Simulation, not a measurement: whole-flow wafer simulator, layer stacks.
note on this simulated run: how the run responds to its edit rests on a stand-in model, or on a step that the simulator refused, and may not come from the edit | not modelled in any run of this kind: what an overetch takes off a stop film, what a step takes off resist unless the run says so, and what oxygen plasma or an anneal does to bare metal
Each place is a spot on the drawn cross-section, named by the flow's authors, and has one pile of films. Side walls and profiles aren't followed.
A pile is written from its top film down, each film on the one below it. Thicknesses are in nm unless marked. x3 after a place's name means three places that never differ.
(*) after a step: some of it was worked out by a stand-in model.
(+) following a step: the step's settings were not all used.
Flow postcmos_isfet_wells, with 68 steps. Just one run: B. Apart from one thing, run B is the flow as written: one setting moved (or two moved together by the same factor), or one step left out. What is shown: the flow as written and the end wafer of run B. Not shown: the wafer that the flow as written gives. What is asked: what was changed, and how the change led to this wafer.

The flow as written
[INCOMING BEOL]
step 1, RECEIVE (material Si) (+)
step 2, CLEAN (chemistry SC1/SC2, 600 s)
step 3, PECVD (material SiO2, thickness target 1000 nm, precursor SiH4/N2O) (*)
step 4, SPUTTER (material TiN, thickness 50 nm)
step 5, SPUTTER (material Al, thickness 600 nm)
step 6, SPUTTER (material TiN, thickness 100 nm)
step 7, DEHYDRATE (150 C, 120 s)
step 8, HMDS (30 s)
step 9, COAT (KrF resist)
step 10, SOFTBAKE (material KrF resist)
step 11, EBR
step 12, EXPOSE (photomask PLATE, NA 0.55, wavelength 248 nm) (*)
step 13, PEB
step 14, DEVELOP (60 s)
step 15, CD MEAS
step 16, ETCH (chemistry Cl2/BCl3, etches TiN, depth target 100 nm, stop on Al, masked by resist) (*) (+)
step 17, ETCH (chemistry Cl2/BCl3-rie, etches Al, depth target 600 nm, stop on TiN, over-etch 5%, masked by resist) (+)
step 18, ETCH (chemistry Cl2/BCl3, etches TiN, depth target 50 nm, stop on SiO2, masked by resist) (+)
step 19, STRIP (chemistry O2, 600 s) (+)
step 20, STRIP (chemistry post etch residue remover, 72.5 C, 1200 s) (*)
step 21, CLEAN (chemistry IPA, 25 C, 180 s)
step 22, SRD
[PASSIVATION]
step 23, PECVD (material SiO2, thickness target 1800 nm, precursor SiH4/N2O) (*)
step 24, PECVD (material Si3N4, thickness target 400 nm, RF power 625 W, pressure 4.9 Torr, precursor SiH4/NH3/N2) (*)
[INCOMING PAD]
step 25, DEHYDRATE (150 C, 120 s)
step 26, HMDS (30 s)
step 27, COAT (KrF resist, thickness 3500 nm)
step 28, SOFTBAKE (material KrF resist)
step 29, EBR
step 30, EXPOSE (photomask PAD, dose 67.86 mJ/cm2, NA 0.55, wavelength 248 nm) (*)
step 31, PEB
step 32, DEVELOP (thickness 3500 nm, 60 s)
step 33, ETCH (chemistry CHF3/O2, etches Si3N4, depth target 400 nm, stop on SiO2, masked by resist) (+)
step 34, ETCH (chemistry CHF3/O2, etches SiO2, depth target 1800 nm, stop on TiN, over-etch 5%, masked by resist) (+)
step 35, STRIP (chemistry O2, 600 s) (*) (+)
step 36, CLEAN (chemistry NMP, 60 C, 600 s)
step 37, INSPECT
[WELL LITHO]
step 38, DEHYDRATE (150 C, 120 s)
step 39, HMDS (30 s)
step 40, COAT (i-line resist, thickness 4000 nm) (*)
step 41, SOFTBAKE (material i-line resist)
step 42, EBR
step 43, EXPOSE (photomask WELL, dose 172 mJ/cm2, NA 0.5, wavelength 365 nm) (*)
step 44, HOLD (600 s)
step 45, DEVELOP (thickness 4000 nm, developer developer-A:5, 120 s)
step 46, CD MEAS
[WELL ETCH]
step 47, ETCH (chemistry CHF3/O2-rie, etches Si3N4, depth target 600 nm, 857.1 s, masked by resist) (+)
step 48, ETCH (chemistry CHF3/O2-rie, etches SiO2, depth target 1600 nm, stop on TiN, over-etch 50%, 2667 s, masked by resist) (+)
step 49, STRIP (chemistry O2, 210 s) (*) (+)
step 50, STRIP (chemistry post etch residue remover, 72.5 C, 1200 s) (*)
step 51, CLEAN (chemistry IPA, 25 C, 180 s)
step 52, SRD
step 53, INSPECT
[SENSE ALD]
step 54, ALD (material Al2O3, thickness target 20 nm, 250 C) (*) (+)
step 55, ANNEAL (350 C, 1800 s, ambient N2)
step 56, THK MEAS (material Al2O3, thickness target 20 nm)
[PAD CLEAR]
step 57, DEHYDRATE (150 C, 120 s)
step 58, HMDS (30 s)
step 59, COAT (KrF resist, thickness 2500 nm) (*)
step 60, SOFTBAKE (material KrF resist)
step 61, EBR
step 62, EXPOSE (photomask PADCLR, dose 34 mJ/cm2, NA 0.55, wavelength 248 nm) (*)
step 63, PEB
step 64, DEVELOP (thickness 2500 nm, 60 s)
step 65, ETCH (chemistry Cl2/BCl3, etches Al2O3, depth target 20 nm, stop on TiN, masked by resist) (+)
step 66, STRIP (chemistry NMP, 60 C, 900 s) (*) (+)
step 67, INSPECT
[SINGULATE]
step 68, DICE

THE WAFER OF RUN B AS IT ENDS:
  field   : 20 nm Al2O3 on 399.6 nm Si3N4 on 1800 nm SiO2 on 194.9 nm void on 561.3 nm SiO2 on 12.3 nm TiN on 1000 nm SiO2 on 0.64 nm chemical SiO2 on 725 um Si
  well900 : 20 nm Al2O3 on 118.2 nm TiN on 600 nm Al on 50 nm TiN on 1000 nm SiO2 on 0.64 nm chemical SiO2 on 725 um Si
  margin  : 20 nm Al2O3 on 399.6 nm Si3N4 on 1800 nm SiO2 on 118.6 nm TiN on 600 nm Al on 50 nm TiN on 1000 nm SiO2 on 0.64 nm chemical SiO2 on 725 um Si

Cause: step 6, SPUTTER: thickness 119 nm was run, whereas the flow has thickness 100 nm.

The path from the change to this, step by step:
  step 6, SPUTTER (material TiN, thickness 100 nm)
      field, margin, well900, well1300 x3, pad_rim, pad_clr, pad_open: +119 TiN (new film) (it would be, as written: +100 TiN (new film))
  step 16, ETCH (chemistry Cl2/BCl3, etches TiN, depth target 100 nm, stop on Al, masked by resist) (*) (+)
      field: -100 TiN (it would be, as written: -100 TiN (all of it))
  step 17, ETCH (chemistry Cl2/BCl3-rie, etches Al, depth target 600 nm, stop on TiN, over-etch 5%, masked by resist) (+)
      field: -19 TiN (all of it), -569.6 Al (it would be, as written: -600 Al (all of it))
  step 18, ETCH (chemistry Cl2/BCl3, etches TiN, depth target 50 nm, stop on SiO2, masked by resist) (+)
      field: -30.4 Al (all of it), -37.2 TiN (it would be, as written: -50 TiN (all of it))
  step 23, PECVD (material SiO2, thickness target 1800 nm, precursor SiH4/N2O) (*)
      field: +1800 SiO2 (new film), +194.9 void (new film), +561.3 SiO2 (new film) (it would be, as written: +1800 SiO2 (new film), +189.9 void (new film), +559.7 SiO2)
Taking metal films that touch as one body, field has 1 body; the flow as written gives 0 bodies.
